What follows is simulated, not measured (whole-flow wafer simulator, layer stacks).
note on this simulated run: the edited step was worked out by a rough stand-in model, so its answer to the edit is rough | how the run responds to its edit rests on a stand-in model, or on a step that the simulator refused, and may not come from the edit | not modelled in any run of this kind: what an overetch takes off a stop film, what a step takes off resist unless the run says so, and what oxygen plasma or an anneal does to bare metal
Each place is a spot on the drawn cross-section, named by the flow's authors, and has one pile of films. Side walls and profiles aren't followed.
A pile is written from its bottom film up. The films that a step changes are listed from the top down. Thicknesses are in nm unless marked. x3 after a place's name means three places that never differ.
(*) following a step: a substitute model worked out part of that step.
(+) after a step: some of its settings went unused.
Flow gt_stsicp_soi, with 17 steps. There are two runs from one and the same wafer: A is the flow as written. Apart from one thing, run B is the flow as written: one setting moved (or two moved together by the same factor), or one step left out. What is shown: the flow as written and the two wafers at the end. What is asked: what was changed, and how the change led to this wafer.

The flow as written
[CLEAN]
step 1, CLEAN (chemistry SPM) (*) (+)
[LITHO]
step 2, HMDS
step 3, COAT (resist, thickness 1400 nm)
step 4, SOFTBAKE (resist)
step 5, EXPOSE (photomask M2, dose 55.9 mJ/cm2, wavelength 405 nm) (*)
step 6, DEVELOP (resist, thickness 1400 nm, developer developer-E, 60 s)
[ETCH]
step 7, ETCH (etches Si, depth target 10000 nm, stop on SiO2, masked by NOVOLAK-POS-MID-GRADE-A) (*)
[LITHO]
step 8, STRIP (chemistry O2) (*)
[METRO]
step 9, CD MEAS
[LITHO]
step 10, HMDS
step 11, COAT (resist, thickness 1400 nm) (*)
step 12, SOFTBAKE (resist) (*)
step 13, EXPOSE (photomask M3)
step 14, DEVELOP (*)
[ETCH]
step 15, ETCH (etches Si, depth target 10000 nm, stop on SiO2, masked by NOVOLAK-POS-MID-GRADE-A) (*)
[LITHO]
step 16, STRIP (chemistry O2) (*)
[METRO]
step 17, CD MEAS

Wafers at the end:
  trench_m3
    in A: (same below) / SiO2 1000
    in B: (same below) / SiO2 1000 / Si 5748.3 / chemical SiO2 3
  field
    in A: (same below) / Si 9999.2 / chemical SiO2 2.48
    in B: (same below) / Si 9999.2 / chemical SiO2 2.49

What caused this: step 15, ETCH: depth target 4250 nm was run, whereas the flow has depth target 10000 nm.

How this came from the change, step by step:
  step 15, ETCH (etches Si, depth target 10000 nm, stop on SiO2, masked by NOVOLAK-POS-MID-GRADE-A) (*)
      trench_m3: A -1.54 chemical SiO2 (all of it), -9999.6 Si (all of it) | B -1.54 chemical SiO2 (all of it), -4250 Si
      field, trench_m2: A -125 resist | B -53.1 resist
  step 16, STRIP (chemistry O2) (*)
      trench_m3: A nothing | B +3 chemical SiO2 (new film), -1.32 Si
      field: A -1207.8 resist (all of it), +0.94 chemical SiO2, -0.41 Si | B -1279.6 resist (all of it), +0.95 chemical SiO2, -0.42 Si
